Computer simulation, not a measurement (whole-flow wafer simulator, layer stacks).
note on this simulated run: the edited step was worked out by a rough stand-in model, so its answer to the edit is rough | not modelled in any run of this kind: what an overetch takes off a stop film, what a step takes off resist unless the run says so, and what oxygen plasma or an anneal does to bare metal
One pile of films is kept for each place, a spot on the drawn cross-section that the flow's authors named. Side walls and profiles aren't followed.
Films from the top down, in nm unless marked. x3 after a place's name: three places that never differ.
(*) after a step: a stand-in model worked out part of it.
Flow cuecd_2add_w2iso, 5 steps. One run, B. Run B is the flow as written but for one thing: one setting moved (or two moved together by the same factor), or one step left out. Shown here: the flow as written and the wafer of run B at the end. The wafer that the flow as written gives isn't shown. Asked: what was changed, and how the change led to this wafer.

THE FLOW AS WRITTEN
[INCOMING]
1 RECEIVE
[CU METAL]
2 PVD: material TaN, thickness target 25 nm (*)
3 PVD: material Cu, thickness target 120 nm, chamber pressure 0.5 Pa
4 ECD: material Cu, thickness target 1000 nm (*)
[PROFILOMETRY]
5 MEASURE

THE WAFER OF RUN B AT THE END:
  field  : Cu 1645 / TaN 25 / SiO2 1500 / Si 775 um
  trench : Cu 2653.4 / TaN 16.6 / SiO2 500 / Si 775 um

The cause: step 4, ECD: thickness target 1525 nm was run, where the flow has thickness target 1000 nm.

How the change led to this, step by step:
  4 ECD: material Cu, thickness target 1000 nm (*)
      field: Cu +1525 (as written it would be: Cu +1000)
      trench: Cu +2572.6 (as written it would be: Cu +2047.6)
